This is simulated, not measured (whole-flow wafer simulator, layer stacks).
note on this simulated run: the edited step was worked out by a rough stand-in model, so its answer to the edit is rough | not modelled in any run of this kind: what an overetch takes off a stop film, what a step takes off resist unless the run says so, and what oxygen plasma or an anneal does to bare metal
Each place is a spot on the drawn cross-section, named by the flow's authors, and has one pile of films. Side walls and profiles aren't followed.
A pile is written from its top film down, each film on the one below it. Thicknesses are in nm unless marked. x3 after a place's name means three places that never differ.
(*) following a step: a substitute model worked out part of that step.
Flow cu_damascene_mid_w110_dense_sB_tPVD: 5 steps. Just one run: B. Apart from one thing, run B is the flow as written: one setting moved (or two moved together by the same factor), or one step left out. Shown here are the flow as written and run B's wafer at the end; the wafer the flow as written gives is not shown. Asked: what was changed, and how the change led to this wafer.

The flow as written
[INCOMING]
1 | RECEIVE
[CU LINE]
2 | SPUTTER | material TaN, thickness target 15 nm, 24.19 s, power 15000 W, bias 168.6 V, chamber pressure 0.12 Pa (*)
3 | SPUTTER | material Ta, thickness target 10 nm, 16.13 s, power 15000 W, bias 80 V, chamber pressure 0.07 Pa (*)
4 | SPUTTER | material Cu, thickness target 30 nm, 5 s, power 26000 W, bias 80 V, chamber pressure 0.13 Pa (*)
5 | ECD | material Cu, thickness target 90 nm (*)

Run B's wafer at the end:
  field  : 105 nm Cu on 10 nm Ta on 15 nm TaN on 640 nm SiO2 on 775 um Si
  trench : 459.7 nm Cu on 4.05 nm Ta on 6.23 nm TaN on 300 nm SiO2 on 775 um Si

What caused this: step 4, SPUTTER: thickness target 15 nm was run, while the flow as written has thickness target 30 nm; step 4, SPUTTER: 2.5 s was run, where the flow has 5 s.

The path from the change to this, step by step:
  4 | SPUTTER | material Cu, thickness target 30 nm, 5 s, power 26000 W, bias 80 V, chamber pressure 0.13 Pa (*)
      field: Cu gains 15 (new film) (as written it would have been: Cu gains 30 (new film))
      trench: Cu gains 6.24 (new film) (as written it would have been: Cu gains 12.5 (new film))
